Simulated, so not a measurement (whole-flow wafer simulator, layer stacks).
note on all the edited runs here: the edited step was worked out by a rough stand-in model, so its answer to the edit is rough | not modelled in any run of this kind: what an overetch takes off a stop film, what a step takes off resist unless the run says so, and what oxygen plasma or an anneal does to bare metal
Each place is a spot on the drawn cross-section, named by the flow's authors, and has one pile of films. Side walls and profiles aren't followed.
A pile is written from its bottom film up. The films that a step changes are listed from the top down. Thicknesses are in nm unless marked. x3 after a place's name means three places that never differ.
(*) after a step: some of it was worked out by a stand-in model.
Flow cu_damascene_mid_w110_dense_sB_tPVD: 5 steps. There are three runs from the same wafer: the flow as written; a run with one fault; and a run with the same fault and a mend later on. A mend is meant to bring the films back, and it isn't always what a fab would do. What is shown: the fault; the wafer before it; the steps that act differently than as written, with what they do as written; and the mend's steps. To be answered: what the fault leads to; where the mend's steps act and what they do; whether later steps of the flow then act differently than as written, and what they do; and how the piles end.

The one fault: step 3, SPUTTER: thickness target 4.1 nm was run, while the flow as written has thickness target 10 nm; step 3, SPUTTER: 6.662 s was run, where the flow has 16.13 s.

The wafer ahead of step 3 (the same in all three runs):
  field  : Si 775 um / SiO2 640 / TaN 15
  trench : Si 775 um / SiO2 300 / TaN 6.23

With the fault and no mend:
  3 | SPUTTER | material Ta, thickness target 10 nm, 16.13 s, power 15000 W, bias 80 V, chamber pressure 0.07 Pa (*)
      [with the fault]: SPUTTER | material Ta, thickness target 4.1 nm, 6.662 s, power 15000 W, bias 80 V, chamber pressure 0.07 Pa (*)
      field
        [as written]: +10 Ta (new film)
        [with the fault]: +4.1 Ta (new film)
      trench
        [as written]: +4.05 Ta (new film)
        [with the fault]: +1.66 Ta (new film)
  Every later step of the flow that is run acts as written, at every place that is followed, to within 2% or 0.5 nm, whichever is larger.
  By the end, the piles at field, trench depart from the flow's by more than 2% or 0.5 nm, whichever is larger.
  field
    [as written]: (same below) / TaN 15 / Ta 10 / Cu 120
    [with the fault]: (same below) / TaN 15 / Ta 4.1 / Cu 120
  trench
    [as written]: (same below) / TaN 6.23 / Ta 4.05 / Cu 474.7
    [with the fault]: (same below) / TaN 6.23 / Ta 1.66 / Cu 471.2

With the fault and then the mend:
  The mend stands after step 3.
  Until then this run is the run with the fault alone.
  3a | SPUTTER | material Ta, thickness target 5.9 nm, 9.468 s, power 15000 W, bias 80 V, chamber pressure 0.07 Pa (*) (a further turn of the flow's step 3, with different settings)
      field
        +5.9 Ta
      trench
        +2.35 Ta
  Every later step of the flow that is run acts as written, at every place that is followed, to within 2% or 0.5 nm, whichever is larger.
  When the end is reached, the piles differ only a little from the flow's at the places that both follow, at most by 2% or 0.5 nm, whichever is larger.
